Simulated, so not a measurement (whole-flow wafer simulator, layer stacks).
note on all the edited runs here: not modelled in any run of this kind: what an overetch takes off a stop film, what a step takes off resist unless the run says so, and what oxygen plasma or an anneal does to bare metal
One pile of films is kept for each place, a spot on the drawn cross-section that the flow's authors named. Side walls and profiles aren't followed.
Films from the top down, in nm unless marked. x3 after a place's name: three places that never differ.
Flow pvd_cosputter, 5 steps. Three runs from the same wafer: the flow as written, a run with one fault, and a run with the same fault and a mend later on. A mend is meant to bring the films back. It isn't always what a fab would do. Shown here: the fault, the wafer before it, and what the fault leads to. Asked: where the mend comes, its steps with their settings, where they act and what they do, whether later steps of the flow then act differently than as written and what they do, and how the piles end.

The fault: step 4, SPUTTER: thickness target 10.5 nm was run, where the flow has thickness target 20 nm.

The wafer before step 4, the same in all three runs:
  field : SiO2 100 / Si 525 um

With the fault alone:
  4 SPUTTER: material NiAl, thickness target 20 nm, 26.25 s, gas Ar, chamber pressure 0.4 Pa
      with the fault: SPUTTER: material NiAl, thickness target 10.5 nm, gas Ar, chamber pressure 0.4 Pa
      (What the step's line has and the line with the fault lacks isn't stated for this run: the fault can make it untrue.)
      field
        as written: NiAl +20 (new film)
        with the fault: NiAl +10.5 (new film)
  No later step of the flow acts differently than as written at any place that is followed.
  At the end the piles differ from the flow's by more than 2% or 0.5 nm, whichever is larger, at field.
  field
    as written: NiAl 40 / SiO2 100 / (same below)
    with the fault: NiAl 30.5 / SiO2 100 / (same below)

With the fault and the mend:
  The mend comes after step 4.
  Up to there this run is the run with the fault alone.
  4a SPUTTER: material NiAl, thickness target 9.5 nm, gas Ar, chamber pressure 0.4 Pa (the flow's step 4 once more, with other settings)
      field
        NiAl +9.5
  No later step of the flow acts differently than as written at any place that is followed.
  At the end the piles are the same as the flow's at every place that both follow.
